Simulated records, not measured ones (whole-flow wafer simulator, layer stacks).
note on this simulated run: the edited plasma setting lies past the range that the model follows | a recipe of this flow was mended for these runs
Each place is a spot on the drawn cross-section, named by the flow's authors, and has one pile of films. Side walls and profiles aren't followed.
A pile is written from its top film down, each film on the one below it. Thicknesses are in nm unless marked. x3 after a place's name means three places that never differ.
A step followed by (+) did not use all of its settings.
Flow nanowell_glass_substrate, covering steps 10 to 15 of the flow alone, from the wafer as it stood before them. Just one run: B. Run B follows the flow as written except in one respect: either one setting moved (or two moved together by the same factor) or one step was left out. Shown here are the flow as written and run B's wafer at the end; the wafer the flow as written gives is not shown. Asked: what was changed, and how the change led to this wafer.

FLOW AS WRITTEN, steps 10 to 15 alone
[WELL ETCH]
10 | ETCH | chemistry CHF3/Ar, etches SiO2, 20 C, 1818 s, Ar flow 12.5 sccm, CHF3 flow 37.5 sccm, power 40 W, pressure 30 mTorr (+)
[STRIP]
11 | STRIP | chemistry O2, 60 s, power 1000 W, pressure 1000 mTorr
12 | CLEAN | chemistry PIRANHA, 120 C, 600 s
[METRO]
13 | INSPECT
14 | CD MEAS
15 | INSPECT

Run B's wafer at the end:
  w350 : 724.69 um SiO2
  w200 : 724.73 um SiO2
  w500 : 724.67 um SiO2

What caused this: step 10, ETCH: pressure 37.2 mTorr was run, whereas the flow has pressure 30 mTorr.

Step by step, how the change led to this:
  10 | ETCH | chemistry CHF3/Ar, etches SiO2, 20 C, 1818 s, Ar flow 12.5 sccm, CHF3 flow 37.5 sccm, power 40 W, pressure 30 mTorr (+)
      land: UV-NIL-ACRYLATE loses 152 (as written it would have been: UV-NIL-ACRYLATE loses 156.2)
      w350: SiO2 loses 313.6 (as written it would have been: SiO2 loses 300)
      (as well as at 3 more places)
  11 | STRIP | chemistry O2, 60 s, power 1000 W, pressure 1000 mTorr
      land: UV-NIL-ACRYLATE loses 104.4 (all of it) (as written it would have been: UV-NIL-ACRYLATE loses 100.2 (all of it))
